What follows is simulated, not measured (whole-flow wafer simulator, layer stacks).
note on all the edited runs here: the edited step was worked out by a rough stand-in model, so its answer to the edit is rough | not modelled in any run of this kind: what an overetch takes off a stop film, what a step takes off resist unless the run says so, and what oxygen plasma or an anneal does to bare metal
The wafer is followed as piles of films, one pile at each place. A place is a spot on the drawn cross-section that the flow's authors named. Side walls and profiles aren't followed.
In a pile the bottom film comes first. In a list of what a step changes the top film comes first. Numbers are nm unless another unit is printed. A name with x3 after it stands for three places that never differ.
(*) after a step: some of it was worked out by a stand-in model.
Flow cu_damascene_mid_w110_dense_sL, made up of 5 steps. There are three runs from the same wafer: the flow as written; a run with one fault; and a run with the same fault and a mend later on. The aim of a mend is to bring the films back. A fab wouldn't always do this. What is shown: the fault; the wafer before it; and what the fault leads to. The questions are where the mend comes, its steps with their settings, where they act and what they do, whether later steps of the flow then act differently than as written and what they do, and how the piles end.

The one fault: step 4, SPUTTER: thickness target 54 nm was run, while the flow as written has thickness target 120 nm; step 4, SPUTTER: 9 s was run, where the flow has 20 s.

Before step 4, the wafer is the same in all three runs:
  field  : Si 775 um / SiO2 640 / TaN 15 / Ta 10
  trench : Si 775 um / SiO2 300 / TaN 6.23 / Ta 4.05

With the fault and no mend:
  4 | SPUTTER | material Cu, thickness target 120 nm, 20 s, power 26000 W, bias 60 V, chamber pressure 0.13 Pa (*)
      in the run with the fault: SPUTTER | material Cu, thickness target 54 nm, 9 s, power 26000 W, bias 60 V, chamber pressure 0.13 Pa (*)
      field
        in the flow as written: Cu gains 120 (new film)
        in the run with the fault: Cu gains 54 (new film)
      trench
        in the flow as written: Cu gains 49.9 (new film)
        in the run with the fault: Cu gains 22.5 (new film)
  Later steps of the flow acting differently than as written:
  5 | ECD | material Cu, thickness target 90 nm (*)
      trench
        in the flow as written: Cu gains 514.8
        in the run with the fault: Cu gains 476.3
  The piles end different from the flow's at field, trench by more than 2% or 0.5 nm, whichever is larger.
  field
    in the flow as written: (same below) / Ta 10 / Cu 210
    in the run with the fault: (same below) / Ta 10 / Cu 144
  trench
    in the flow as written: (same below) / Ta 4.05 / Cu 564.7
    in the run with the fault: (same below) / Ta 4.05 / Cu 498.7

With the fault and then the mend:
  After step 4 comes the mend.
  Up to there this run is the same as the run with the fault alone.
  4a | SPUTTER | material Cu, thickness target 66 nm, 11 s, power 26000 W, bias 60 V, chamber pressure 0.13 Pa (*) (the flow's step 4 again, with other settings)
      field
        Cu gains 66
      trench
        Cu gains 23
  None of the later steps of the flow differs from how it acts as written, at any place that is followed, by more than 2% or 0.5 nm, whichever is larger.
  At every place that both follow, the piles at the end match the flow's.
